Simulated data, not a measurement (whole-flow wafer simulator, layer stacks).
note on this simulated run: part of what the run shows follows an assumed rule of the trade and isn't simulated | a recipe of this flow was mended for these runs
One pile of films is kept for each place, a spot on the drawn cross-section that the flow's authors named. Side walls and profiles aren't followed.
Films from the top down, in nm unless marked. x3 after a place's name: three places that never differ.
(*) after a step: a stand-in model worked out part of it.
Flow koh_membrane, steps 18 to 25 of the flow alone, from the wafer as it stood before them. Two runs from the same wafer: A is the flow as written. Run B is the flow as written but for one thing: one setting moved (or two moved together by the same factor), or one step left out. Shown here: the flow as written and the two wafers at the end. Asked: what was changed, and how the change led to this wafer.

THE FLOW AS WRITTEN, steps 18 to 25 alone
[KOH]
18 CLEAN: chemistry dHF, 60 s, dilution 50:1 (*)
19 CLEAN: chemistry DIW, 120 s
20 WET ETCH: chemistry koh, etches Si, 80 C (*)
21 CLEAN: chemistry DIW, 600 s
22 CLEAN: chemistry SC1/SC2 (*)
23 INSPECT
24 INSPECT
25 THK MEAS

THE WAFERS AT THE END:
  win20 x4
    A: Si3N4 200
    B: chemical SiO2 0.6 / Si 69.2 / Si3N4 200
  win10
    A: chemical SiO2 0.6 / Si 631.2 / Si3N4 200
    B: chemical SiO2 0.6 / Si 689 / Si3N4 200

The cause: step 20, WET ETCH: 76 C was run, where the flow has 80 C.

How the change led to this, step by step:
  20 WET ETCH: chemistry koh, etches Si, 80 C (*)
      win20 x4: A Si -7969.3 (all of it) | B Si -7899.9
  22 CLEAN: chemistry SC1/SC2 (*)
      win20 x4: A nothing | B chemical SiO2 +0.6 (new film), Si -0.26
